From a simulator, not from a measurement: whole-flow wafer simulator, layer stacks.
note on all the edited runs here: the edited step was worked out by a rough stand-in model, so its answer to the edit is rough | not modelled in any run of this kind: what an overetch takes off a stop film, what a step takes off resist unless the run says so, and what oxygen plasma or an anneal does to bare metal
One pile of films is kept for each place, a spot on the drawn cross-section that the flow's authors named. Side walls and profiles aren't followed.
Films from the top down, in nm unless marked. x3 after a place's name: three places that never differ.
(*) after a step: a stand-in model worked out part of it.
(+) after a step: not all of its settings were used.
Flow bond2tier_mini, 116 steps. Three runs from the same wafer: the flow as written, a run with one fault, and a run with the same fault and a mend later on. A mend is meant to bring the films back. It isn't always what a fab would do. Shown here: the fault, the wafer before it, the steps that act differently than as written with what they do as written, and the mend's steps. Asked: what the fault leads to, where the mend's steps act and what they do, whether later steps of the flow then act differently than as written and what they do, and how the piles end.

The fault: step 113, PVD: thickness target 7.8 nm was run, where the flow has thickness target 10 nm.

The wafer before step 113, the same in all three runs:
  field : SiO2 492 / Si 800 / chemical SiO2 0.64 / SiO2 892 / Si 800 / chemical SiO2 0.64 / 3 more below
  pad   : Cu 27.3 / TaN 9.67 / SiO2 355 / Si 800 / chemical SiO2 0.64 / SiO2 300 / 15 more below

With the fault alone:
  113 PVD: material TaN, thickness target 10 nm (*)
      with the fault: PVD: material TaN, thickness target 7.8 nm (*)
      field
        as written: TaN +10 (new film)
        with the fault: TaN +7.8 (new film)
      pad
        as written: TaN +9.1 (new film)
        with the fault: TaN +7.1 (new film)
  Later steps of the flow that act differently than as written (1 more step differs only slightly, by at most 2% or 0.5 nm, whichever is larger, and isn't shown):
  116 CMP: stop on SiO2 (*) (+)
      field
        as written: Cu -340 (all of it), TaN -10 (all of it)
        with the fault: Cu -340 (all of it), TaN -7.8 (all of it)
  At the end the piles differ from the flow's by more than 2% or 0.5 nm, whichever is larger, at pad.
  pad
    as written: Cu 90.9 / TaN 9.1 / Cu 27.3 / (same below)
    with the fault: Cu 92.9 / TaN 7.1 / Cu 27.3 / (same below)

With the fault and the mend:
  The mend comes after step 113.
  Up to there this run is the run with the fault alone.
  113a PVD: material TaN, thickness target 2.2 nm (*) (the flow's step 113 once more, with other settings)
      field
        TaN +2.2
      pad
        TaN +2
  No later step of the flow acts differently than as written at any place that is followed.
  At the end the piles are the same as the flow's at every place that both follow.
